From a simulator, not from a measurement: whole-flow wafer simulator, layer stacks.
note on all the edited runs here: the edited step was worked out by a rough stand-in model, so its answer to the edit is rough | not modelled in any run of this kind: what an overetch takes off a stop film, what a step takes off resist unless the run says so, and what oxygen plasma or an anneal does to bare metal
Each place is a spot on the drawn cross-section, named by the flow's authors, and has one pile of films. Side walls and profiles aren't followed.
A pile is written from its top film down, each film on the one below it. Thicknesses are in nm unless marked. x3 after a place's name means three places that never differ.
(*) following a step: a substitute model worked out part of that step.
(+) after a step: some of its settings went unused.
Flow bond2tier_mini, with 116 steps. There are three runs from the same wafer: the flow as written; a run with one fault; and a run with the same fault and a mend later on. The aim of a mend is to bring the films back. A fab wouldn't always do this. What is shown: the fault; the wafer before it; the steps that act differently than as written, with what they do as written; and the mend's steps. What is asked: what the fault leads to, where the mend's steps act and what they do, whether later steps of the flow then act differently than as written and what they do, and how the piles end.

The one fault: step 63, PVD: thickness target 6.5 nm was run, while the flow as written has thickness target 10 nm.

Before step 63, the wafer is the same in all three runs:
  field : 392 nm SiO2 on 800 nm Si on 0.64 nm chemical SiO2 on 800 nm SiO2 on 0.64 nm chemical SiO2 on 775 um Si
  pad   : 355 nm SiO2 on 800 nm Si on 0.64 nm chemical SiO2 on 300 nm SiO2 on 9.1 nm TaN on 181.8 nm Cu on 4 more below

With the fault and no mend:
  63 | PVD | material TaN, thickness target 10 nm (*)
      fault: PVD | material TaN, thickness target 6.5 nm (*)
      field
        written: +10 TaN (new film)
        fault: +6.5 TaN (new film)
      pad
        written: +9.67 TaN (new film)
        fault: +6.28 TaN (new film)
  Later steps of the flow acting differently than as written (not shown: 1 more step that differs only slightly, by at most 2% or 0.5 nm, whichever is larger):
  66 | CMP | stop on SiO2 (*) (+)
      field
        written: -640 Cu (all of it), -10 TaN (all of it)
        fault: -640 Cu (all of it), -6.5 TaN (all of it)
  By the end, the piles at pad depart from the flow's by more than 2% or 0.5 nm, whichever is larger.
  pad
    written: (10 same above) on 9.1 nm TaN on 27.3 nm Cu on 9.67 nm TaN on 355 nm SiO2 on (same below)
    fault: (10 same above) on 9.1 nm TaN on 30.7 nm Cu on 6.28 nm TaN on 355 nm SiO2 on (same below)

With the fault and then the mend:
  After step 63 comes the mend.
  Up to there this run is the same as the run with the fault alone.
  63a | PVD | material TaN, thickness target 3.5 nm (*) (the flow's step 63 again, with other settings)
      field
        +3.5 TaN
      pad
        +3.38 TaN
  None of the later steps of the flow acts differently than as written at any place that is followed.
  At the end the piles are close to the flow's at the places that both follow, differing by at most 2% or 0.5 nm, whichever is larger.
